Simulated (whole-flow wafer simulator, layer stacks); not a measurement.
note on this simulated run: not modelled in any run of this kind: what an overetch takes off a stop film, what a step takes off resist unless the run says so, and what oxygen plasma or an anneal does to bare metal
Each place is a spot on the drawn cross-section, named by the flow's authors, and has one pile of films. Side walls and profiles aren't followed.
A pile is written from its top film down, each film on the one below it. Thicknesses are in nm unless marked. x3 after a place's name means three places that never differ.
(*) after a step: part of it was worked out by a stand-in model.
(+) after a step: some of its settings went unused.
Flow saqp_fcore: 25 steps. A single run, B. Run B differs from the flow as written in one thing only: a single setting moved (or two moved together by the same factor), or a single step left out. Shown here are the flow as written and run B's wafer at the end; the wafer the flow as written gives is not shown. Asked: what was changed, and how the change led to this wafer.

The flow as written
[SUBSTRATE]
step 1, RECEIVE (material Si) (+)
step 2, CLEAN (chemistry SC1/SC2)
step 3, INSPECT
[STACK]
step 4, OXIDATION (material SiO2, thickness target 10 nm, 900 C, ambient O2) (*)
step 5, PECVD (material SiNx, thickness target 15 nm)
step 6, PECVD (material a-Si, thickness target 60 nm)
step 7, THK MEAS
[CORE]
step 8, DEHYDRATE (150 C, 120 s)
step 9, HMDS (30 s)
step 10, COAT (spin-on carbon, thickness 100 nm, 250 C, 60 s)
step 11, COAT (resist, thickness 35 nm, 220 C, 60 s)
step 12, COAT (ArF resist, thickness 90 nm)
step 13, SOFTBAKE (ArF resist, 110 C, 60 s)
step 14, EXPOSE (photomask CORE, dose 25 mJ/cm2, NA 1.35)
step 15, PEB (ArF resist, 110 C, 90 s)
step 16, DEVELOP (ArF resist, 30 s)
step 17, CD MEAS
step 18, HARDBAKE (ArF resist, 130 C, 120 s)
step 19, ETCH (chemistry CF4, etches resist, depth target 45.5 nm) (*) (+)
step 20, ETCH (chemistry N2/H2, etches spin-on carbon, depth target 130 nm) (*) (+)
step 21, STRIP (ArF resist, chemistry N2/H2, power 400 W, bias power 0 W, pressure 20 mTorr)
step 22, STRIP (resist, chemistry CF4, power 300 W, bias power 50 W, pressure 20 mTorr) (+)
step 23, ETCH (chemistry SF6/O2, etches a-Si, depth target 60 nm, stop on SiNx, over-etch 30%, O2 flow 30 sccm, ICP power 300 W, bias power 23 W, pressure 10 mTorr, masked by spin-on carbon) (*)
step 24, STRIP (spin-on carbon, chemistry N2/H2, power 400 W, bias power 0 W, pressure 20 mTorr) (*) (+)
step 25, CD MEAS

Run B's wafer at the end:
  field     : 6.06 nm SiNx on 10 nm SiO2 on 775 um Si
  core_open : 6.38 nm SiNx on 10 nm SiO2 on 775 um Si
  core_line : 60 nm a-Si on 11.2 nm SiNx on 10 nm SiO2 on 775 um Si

The reason: step 5, PECVD: thickness target 11.2 nm was run, whereas the flow has thickness target 15 nm.
The wafer lets one read it off: core_line has SiNx 11.2, and step 5 as written asks for 15 nm.

The path from the change to this, step by step:
  step 5, PECVD (material SiNx, thickness target 15 nm)
      field, core_open, core_line: SiNx gains 11.2 (new film) (it would be, as written: SiNx gains 15 (new film))
